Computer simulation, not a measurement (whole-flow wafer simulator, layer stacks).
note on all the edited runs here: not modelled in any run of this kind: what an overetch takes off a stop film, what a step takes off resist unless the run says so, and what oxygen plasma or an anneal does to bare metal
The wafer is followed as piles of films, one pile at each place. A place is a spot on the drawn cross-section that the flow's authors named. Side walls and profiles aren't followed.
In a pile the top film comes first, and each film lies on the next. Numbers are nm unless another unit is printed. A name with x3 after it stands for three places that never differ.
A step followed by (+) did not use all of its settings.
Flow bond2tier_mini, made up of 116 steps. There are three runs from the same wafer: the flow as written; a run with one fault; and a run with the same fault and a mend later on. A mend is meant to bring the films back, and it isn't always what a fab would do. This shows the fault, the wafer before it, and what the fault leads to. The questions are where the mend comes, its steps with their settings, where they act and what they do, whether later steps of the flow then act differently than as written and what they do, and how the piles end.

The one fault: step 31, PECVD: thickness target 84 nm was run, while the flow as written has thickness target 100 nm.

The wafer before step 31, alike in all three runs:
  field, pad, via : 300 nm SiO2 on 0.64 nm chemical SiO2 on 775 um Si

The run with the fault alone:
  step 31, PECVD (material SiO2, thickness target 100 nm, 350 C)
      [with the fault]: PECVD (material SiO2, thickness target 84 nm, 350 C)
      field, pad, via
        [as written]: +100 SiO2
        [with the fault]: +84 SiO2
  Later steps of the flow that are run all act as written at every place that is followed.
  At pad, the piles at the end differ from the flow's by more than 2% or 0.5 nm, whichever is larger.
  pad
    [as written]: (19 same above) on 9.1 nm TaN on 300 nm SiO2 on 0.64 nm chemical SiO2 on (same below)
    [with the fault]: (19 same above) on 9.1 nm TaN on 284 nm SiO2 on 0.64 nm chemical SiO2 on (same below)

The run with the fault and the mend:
  The mend follows step 36.
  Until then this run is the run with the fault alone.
  step 36a, STRIP (chemistry O2, over-ash 100%) (+)
      field
        -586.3 KrF resist (all of it)
  step 36b, PECVD (material SiO2, thickness target 16 nm, 350 C) (a further turn of the flow's step 31, with different settings)
      field, pad, via
        +16 SiO2
  step 36c, COAT (KrF resist, thickness 600 nm) (a further turn of the flow's step 32)
      field, pad, via
        +600 KrF resist (new film)
  step 36d, SOFTBAKE (KrF resist) (a further turn of the flow's step 33)
      alters no film at any place that is followed
  step 36e, EXPOSE (photomask APAD, NA 0.6) (a further turn of the flow's step 34)
      alters no film at any place that is followed
  step 36f, PEB (KrF resist) (a further turn of the flow's step 35)
      alters no film at any place that is followed
  step 36g, DEVELOP (developer TMAH-0.26N, 60 s) (a further turn of the flow's step 36)
      pad, via
        -600 KrF resist (all of it)
      field
        -13.7 KrF resist
  Later steps of the flow that are run all act as written at every place that is followed.
  The piles end the same as the flow's at every place that both follow.
